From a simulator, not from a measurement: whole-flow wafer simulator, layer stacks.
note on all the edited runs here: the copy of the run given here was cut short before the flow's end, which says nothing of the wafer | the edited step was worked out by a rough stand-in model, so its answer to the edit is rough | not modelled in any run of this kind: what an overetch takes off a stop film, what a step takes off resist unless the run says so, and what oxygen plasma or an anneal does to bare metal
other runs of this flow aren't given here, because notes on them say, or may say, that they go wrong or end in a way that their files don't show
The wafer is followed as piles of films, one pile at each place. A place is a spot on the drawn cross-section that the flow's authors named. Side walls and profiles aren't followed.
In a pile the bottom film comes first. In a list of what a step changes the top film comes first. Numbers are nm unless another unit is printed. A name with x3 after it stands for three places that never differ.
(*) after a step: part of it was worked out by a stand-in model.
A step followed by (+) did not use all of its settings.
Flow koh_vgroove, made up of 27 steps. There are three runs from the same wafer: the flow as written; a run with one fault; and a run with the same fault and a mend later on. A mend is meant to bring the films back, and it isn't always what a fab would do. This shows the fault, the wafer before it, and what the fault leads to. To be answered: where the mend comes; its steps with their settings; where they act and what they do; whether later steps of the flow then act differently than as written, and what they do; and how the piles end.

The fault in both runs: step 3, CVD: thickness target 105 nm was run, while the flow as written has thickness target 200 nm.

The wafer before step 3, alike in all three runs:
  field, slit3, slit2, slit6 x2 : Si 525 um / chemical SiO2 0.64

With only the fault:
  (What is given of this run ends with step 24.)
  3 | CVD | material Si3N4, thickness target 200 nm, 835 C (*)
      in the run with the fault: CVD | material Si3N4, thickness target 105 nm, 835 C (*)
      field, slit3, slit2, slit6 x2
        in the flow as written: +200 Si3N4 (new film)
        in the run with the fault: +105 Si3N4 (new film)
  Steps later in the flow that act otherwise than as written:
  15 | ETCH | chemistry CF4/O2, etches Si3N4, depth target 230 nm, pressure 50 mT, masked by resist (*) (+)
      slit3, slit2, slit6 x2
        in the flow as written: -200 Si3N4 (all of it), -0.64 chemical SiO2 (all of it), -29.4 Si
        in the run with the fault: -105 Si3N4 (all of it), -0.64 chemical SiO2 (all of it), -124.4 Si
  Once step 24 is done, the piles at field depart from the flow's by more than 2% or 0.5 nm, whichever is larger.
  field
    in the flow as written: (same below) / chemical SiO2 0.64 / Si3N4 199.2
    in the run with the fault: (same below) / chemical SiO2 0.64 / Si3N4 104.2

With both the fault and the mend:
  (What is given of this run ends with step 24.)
  The mend stands after step 4.
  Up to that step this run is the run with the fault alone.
  4a | CVD | material Si3N4, thickness target 95 nm, 835 C (*) (a further turn of the flow's step 3, with different settings)
      field, slit3, slit2, slit6 x2
        +95 Si3N4
  None of the later steps of the flow up to step 24 acts differently than as written at any place that is followed.
  The piles after step 24 are the same as the flow's at every place that both follow.
